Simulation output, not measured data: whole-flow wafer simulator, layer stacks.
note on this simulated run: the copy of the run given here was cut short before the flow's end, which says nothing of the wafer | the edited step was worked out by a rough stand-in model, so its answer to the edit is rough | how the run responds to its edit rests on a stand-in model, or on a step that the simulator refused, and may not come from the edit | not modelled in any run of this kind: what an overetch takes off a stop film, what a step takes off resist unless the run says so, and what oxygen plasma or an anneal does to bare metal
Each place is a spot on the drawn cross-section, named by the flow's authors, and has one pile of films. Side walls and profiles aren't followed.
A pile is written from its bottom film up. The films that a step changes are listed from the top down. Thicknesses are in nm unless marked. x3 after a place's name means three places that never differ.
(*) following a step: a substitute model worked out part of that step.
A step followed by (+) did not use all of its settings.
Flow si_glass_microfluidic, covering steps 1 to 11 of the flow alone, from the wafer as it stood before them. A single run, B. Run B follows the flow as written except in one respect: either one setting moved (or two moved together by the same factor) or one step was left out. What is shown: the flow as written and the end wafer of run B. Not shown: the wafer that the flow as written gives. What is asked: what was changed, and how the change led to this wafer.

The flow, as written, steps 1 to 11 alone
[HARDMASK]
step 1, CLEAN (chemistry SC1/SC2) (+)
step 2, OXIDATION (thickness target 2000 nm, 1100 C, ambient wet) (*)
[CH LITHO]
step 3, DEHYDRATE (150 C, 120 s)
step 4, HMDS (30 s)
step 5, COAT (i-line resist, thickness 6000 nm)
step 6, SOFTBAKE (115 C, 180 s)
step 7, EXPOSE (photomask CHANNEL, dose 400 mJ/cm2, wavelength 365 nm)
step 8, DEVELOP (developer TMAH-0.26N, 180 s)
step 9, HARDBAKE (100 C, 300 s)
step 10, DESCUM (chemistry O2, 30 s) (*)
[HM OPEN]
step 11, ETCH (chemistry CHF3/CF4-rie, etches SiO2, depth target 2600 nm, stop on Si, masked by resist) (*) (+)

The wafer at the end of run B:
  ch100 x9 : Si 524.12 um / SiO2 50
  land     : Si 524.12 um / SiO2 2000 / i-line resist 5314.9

The reason: step 11, ETCH: depth target 1950 nm was run, though the flow has depth target 2600 nm.

How this came from the change, step by step:
  step 11, ETCH (chemistry CHF3/CF4-rie, etches SiO2, depth target 2600 nm, stop on Si, masked by resist) (*) (+)
      ch100 x9: SiO2 loses 1950 (in the flow as written it would be: SiO2 loses 2000 (all of it))
      land: i-line resist loses 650 (in the flow as written it would be: i-line resist loses 866.7)
